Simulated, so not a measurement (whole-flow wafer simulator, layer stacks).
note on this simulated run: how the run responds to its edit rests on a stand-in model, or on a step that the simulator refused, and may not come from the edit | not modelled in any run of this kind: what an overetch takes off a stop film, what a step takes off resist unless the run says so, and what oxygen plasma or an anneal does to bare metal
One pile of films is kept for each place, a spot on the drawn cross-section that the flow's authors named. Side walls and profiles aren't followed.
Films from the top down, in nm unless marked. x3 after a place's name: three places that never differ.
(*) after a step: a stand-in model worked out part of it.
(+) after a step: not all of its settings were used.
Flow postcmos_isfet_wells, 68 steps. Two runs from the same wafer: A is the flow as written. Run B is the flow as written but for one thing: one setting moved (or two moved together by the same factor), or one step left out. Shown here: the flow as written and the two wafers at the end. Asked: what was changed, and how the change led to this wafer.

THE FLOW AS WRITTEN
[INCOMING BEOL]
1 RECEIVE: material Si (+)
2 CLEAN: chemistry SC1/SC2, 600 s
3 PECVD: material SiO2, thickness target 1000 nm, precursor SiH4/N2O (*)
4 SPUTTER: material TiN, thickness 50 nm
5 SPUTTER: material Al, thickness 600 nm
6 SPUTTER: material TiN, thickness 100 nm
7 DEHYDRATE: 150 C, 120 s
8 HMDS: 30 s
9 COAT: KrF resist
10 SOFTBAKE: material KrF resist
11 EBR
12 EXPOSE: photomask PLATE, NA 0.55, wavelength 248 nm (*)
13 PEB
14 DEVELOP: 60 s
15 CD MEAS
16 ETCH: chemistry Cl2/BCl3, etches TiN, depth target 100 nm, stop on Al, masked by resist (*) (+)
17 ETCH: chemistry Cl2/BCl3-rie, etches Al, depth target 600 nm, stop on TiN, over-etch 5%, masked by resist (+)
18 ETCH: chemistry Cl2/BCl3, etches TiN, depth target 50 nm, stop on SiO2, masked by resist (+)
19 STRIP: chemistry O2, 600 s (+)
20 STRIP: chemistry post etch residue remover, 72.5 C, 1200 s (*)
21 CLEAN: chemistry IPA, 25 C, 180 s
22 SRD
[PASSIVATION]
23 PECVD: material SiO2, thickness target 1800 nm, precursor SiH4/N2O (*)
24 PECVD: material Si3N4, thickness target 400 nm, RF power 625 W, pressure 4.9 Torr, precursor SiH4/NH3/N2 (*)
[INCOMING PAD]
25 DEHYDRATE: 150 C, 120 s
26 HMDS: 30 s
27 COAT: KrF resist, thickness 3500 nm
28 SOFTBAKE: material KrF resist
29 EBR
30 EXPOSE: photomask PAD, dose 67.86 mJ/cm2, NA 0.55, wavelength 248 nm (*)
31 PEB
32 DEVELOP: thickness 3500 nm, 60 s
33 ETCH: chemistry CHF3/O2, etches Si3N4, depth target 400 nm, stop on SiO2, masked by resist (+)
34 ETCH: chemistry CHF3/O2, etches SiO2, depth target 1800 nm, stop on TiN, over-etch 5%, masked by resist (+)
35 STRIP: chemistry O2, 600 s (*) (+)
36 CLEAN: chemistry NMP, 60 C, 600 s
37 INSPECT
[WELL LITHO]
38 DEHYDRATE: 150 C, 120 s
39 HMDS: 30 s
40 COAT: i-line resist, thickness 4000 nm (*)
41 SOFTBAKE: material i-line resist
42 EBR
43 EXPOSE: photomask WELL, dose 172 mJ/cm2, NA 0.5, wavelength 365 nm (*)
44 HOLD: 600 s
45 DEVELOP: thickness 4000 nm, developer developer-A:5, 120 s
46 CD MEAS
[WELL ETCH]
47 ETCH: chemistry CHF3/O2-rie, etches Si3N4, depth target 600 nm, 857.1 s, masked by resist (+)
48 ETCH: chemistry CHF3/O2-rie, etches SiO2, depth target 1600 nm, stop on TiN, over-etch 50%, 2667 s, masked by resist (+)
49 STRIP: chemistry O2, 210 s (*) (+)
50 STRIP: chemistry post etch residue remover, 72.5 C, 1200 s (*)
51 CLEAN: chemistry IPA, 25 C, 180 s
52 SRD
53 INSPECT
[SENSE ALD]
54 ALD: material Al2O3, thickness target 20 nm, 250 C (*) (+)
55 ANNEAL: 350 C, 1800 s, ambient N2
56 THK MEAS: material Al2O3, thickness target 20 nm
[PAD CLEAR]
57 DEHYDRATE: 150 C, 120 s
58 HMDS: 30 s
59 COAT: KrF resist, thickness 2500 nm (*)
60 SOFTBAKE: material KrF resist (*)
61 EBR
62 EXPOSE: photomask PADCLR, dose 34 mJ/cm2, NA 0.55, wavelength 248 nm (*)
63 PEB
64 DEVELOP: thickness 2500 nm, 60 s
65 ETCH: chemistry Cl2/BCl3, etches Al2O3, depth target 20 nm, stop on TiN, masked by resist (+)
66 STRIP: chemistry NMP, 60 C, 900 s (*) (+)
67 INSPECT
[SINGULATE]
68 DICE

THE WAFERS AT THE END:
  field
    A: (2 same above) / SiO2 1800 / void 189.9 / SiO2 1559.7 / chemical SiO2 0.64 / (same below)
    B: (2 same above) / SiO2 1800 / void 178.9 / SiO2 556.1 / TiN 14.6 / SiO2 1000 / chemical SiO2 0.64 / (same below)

The cause: step 18, ETCH: depth target 35 nm was run, where the flow has depth target 50 nm.

How the change led to this, step by step:
  18 ETCH: chemistry Cl2/BCl3, etches TiN, depth target 50 nm, stop on SiO2, masked by resist (+)
      field: A TiN -50 (all of it) | B TiN -35
      margin, well900, well1300, well2000, well3000, pad_rim, pad_clr, pad_open: A KrF resist -20 | B KrF resist -14
  23 PECVD: material SiO2, thickness target 1800 nm, precursor SiH4/N2O (*)
      field: A SiO2 +1800 (new film), void +189.9 (new film), SiO2 +559.7 | B SiO2 +1800 (new film), void +178.9 (new film), SiO2 +556.1 (new film)
Counting metal films that touch as one body, field has 1 body; the flow as written gives 0 bodies.
